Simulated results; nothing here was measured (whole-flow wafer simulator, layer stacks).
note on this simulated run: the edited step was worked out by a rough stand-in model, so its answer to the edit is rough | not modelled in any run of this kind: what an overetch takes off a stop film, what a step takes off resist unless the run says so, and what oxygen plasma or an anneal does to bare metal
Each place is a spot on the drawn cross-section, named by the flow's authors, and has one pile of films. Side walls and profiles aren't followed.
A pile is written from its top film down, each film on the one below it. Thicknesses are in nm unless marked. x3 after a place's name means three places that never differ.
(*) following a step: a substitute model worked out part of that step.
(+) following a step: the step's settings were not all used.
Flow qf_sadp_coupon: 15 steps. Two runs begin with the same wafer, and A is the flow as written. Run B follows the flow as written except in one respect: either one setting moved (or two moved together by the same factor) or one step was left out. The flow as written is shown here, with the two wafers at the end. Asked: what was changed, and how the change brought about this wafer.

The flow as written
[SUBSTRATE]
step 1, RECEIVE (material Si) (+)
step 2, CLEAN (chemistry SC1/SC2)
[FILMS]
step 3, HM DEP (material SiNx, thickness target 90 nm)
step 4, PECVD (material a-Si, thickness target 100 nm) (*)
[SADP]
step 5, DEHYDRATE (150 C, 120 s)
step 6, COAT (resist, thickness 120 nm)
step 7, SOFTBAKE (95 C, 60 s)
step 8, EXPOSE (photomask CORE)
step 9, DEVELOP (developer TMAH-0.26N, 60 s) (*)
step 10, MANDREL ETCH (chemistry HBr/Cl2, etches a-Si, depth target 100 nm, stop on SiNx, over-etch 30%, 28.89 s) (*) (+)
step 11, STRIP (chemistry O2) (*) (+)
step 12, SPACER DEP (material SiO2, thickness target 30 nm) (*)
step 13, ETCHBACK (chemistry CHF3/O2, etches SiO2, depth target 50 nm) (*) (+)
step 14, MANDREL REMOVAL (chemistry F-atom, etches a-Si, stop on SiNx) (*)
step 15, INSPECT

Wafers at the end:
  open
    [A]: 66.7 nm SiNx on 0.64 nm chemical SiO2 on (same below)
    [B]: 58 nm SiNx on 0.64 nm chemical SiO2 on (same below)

The reason: step 4, PECVD: thickness target 39 nm was run, whereas the flow has thickness target 100 nm.

How this came from the change, step by step:
  step 4, PECVD (material a-Si, thickness target 100 nm) (*)
      m, open: A a-Si gains 100 (new film) | B a-Si gains 39 (new film)
  step 10, MANDREL ETCH (chemistry HBr/Cl2, etches a-Si, depth target 100 nm, stop on SiNx, over-etch 30%, 28.89 s) (*) (+)
      open: A a-Si loses 100 (all of it), SiNx loses 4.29 | B a-Si loses 39 (all of it), SiNx loses 13
  step 14, MANDREL REMOVAL (chemistry F-atom, etches a-Si, stop on SiNx) (*)
      m: A a-Si loses 95.8 (all of it) | B a-Si loses 34.8 (all of it)
